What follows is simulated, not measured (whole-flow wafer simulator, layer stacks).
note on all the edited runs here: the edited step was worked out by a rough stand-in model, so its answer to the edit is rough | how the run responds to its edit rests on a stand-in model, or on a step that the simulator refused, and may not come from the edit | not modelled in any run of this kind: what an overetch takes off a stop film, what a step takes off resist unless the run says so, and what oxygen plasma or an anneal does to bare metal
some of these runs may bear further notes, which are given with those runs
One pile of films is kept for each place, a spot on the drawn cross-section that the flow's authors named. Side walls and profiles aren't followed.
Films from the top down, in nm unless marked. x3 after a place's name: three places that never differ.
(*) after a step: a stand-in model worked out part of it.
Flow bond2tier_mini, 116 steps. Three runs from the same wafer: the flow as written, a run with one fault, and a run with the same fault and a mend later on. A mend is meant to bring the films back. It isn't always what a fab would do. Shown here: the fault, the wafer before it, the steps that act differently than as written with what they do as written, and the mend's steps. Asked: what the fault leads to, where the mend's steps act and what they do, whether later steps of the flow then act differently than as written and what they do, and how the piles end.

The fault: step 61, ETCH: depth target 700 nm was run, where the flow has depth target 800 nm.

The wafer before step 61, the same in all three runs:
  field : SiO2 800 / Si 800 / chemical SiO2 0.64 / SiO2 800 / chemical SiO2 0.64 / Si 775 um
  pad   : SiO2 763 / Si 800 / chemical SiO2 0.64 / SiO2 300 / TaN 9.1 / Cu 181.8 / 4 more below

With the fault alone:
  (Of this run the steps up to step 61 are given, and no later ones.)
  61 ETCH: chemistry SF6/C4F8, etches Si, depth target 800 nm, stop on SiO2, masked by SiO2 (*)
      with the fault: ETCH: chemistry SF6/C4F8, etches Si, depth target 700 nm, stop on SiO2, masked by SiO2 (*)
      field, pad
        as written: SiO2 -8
        with the fault: SiO2 -7
  After step 61 the piles differ from the flow's only slightly at the places that both follow, by at most 2% or 0.5 nm, whichever is larger.

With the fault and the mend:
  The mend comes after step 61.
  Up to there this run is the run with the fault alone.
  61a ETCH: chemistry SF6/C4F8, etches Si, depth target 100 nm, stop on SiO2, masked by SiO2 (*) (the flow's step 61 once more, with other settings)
      field, pad
        SiO2 -1
  No later step of the flow acts differently than as written at any place that is followed.
  At the end the piles are the same as the flow's at every place that both follow.
